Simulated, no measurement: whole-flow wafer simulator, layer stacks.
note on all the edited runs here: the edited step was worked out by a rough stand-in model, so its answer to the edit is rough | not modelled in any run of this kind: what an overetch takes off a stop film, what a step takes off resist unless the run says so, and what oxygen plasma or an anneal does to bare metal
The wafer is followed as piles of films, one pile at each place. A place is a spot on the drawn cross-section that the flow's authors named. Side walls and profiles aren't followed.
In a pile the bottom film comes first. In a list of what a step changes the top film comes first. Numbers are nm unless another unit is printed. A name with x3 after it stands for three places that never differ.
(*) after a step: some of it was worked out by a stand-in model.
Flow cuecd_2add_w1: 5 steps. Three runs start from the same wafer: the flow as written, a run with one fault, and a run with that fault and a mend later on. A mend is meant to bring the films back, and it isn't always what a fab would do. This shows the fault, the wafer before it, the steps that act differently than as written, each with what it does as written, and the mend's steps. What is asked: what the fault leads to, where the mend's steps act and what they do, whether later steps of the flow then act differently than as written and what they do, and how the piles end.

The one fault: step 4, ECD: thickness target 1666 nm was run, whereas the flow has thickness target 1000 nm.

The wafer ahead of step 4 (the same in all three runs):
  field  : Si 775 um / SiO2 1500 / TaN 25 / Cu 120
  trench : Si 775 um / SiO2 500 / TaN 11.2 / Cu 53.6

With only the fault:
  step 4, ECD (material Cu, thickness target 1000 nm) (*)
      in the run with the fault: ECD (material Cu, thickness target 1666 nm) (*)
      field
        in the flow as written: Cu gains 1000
        in the run with the fault: Cu gains 1666
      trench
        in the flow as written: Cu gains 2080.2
        in the run with the fault: Cu gains 2746.2
  Every later step of the flow that is run acts as written at every place that is followed.
  At field, trench, the piles at the end differ from the flow's by more than 2% or 0.5 nm, whichever is larger.
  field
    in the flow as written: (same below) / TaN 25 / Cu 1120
    in the run with the fault: (same below) / TaN 25 / Cu 1786
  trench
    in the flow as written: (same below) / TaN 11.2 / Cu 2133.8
    in the run with the fault: (same below) / TaN 11.2 / Cu 2799.8

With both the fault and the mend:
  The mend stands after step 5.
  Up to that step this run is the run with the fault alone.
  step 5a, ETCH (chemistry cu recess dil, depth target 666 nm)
      field, trench
        Cu loses 666
  Every later step of the flow that is run acts as written at every place that is followed.
  By the end, the piles equal the flow's at every place that both follow.
